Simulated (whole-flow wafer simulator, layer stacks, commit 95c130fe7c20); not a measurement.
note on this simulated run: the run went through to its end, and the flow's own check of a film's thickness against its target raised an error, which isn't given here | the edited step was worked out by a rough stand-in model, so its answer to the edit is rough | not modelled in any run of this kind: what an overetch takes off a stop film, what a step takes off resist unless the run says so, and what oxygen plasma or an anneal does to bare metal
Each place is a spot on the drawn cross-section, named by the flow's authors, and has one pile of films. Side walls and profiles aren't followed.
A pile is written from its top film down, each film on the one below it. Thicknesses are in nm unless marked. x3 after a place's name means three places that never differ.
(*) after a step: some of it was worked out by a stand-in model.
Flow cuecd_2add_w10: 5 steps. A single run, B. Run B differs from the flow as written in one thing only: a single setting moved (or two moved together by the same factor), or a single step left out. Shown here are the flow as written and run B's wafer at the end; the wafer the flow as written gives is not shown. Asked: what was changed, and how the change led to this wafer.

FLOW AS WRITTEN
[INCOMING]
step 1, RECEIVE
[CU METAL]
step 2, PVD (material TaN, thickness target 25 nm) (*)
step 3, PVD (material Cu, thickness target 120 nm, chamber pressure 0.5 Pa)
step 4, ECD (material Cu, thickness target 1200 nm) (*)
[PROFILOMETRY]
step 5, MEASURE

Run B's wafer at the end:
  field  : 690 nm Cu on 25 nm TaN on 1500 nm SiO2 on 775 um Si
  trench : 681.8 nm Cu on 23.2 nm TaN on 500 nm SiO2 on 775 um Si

Cause: step 4, ECD: thickness target 570 nm was run, while the flow as written has thickness target 1200 nm.

The path from the change to this, step by step:
  step 4, ECD (material Cu, thickness target 1200 nm) (*)
      field, trench: Cu gains 570 (in the flow as written it would be: Cu gains 1200)
